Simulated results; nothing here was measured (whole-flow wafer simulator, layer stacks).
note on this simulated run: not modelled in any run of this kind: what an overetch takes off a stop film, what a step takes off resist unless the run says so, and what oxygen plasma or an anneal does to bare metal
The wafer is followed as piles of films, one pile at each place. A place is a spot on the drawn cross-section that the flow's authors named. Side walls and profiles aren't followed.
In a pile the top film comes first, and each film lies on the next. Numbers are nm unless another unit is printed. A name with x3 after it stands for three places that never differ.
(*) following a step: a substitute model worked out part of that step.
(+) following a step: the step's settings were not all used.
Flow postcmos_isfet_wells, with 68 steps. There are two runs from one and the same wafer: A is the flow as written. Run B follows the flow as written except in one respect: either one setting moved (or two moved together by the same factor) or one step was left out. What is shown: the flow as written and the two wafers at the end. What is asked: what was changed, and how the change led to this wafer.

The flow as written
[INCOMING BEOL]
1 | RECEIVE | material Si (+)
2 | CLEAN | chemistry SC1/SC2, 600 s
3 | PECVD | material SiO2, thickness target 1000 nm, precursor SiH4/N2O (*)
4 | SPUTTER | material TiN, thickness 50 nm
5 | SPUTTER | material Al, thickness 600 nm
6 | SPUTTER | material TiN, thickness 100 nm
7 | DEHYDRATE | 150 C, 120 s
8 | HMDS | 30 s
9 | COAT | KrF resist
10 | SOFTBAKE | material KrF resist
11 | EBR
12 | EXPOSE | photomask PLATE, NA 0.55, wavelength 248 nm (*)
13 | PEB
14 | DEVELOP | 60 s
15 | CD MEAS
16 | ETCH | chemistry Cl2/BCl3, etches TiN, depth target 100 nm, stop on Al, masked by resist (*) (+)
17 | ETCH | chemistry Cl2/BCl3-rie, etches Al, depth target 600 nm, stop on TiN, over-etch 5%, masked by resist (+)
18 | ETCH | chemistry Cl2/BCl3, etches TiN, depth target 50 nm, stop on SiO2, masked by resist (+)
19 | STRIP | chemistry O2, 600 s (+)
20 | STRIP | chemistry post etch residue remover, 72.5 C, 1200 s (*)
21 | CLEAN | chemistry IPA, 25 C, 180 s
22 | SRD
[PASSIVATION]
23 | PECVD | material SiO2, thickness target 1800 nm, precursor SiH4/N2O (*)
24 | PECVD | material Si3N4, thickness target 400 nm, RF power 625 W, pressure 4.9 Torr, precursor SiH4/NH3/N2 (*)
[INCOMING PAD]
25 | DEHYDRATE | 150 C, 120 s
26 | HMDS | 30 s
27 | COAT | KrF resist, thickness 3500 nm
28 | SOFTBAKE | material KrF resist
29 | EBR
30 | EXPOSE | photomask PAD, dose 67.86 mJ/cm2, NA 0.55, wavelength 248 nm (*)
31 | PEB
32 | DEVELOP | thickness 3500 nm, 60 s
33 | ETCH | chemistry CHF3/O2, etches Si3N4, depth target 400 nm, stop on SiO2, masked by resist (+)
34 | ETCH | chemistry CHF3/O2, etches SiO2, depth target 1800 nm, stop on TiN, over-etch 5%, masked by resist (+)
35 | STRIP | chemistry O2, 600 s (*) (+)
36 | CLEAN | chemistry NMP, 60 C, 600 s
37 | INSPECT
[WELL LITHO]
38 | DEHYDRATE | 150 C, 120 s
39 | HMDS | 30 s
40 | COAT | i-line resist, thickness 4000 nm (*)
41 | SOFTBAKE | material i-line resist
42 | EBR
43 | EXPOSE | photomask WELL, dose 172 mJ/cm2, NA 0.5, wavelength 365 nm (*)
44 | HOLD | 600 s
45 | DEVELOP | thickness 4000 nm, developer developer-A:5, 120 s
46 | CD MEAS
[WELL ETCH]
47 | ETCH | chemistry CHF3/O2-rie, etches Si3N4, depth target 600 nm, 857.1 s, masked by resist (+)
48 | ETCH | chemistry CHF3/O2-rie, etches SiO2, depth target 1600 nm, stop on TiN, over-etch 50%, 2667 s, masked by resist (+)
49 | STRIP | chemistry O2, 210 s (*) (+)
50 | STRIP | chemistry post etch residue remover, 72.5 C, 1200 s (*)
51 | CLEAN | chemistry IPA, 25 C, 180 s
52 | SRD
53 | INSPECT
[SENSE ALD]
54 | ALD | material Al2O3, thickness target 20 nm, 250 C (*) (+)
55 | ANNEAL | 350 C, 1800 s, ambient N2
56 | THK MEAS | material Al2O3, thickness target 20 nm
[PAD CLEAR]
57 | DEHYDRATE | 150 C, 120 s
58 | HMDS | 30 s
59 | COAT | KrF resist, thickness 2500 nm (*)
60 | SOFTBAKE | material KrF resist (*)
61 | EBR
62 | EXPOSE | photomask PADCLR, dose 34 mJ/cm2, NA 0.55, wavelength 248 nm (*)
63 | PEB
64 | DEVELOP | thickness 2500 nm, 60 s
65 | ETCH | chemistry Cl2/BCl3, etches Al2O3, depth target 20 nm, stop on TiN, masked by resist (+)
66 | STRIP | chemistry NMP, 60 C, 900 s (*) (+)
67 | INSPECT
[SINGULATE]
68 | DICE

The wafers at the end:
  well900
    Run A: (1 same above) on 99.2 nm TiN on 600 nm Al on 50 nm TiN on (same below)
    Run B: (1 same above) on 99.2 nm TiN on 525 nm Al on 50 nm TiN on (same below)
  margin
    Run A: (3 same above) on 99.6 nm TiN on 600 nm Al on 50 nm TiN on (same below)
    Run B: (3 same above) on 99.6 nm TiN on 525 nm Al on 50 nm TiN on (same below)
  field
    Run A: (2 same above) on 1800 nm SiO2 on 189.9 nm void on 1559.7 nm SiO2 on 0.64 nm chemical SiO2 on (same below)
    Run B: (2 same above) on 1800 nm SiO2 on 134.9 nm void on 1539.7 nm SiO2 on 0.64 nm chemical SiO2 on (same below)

The reason: step 5, SPUTTER: thickness 525 nm was run, though the flow has thickness 600 nm.
The wafer itself shows it: well900 has Al 525, and step 5 as written asks for 600 nm.

The path from the change to this, step by step:
  5 | SPUTTER | material Al, thickness 600 nm
      field, margin, well900, well1300 x3, pad_rim, pad_clr, pad_open: A +600 Al (new film) | B +525 Al (new film)
  17 | ETCH | chemistry Cl2/BCl3-rie, etches Al, depth target 600 nm, stop on TiN, over-etch 5%, masked by resist (+)
      margin, well900, well1300 x3, pad_rim, pad_clr, pad_open: A -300 KrF resist | B -275.6 KrF resist
      field: A -600 Al (all of it) | B -525 Al (all of it)
  19 | STRIP | chemistry O2, 600 s (+)
      margin, well900, well1300 x3, pad_rim, pad_clr, pad_open: A -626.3 KrF resist (all of it) | B -650.6 KrF resist (all of it)
  23 | PECVD | material SiO2, thickness target 1800 nm, precursor SiH4/N2O (*)
      field: A +1800 SiO2 (new film), +189.9 void (new film), +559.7 SiO2 | B +1800 SiO2 (new film), +134.9 void (new film), +539.7 SiO2
